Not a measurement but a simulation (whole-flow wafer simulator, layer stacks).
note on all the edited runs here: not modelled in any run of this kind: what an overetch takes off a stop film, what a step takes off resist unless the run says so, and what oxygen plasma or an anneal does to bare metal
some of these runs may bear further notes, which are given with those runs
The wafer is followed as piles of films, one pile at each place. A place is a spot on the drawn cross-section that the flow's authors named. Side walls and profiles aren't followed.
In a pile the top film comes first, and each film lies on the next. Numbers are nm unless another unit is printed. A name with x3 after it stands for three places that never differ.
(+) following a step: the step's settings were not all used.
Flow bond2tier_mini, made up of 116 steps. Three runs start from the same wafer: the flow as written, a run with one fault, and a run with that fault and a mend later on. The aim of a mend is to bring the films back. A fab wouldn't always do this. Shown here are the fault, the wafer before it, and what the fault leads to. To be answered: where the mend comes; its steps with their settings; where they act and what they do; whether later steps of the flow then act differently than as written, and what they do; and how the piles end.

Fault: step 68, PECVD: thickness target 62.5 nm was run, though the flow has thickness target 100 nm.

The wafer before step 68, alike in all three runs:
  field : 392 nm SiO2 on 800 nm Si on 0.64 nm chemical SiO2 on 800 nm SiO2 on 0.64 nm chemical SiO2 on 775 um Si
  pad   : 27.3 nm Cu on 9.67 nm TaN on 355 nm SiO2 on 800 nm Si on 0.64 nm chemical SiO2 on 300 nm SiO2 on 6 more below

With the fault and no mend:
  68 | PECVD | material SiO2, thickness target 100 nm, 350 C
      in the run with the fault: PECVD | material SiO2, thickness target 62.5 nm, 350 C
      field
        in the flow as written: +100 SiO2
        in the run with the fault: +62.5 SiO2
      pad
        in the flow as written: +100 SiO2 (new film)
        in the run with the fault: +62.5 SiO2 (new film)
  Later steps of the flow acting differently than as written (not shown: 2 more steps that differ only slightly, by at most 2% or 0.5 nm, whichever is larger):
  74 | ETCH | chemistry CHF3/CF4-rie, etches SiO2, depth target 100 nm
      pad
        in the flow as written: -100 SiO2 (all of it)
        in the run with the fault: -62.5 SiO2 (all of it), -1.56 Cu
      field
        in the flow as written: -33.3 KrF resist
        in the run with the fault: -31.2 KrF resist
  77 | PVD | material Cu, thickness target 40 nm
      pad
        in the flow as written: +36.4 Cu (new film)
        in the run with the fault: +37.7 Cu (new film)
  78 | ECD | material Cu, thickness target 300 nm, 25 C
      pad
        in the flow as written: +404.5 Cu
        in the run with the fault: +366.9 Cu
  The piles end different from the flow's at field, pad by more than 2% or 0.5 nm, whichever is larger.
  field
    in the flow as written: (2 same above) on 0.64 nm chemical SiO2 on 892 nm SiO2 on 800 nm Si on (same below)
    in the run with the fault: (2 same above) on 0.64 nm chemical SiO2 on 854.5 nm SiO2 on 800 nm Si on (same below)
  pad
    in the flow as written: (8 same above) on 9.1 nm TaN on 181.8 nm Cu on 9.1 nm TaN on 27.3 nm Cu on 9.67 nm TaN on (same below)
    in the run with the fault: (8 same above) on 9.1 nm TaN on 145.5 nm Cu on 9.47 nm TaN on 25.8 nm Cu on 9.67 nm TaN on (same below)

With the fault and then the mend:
  The mend follows step 73.
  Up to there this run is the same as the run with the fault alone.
  73a | STRIP | chemistry O2, over-ash 100% (+)
      field
        -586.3 KrF resist (all of it)
  73b | PECVD | material SiO2, thickness target 37.5 nm, 350 C (the flow's step 68, run once more with other settings)
      field, pad
        +37.5 SiO2
  73c | COAT | KrF resist, thickness 600 nm (the flow's step 69, run once more)
      field, pad
        +600 KrF resist (new film)
  73d | SOFTBAKE | KrF resist (the flow's step 70, run once more)
      alters no film at any place that is followed
  73e | EXPOSE | photomask T2PAD, NA 0.6 (the flow's step 71, run once more)
      alters no film at any place that is followed
  73f | PEB | KrF resist (the flow's step 72, run once more)
      alters no film at any place that is followed
  73g | DEVELOP | developer TMAH-0.26N, 60 s (the flow's step 73, run once more)
      field
        -13.7 KrF resist
      pad
        -600 KrF resist (all of it)
  Every later step of the flow that is run acts as written at every place that is followed.
  The piles end the same as the flow's at every place that both follow.
